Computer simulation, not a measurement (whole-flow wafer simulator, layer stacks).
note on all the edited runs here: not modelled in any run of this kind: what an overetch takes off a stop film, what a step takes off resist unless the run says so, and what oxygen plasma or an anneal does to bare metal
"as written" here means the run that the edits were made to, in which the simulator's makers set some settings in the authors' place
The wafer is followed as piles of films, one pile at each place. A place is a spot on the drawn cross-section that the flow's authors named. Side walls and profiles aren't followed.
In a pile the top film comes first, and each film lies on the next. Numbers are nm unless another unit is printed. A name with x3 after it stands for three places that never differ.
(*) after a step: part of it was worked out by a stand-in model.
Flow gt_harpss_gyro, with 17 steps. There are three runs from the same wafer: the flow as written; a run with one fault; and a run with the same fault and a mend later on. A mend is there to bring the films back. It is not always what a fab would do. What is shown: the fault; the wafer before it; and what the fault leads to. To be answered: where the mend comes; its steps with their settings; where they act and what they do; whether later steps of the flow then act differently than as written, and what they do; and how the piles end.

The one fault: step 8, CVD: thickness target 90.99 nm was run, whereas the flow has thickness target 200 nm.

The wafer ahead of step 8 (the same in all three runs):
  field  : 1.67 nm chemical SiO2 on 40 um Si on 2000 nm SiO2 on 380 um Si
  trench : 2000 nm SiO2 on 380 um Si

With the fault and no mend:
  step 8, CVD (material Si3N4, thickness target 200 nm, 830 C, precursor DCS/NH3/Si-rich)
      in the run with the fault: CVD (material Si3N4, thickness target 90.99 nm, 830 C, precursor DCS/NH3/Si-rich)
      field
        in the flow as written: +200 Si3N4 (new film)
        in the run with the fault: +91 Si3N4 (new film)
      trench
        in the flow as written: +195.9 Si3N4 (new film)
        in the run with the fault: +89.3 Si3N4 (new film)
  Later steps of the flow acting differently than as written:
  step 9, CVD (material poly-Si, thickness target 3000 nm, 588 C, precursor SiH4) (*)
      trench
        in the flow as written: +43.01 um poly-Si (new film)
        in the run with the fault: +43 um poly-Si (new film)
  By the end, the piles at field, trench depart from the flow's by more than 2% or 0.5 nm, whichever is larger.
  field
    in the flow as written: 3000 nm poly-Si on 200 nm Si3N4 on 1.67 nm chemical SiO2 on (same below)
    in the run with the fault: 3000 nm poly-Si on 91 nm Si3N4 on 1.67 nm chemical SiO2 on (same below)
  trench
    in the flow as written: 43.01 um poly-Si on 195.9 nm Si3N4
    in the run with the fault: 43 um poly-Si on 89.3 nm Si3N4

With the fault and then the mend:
  The mend stands after step 8.
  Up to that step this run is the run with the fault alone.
  step 8a, ETCH (chemistry h3po4, depth target 104.7 nm)
      field
        -91 Si3N4 (all of it)
      trench
        -89.3 Si3N4 (all of it)
  step 8b, CLEAN (chemistry SPM) (the flow's step 1, run once more)
      alters no film at any place that is followed
  step 8c, CVD (material Si3N4, thickness target 200 nm, 830 C, precursor DCS/NH3/Si-rich) (the flow's step 8, run once more)
      field
        +200 Si3N4 (new film)
      trench
        +195.9 Si3N4 (new film)
  None of the later steps of the flow acts differently than as written at any place that is followed.
  The piles end the same as the flow's at every place that both follow.
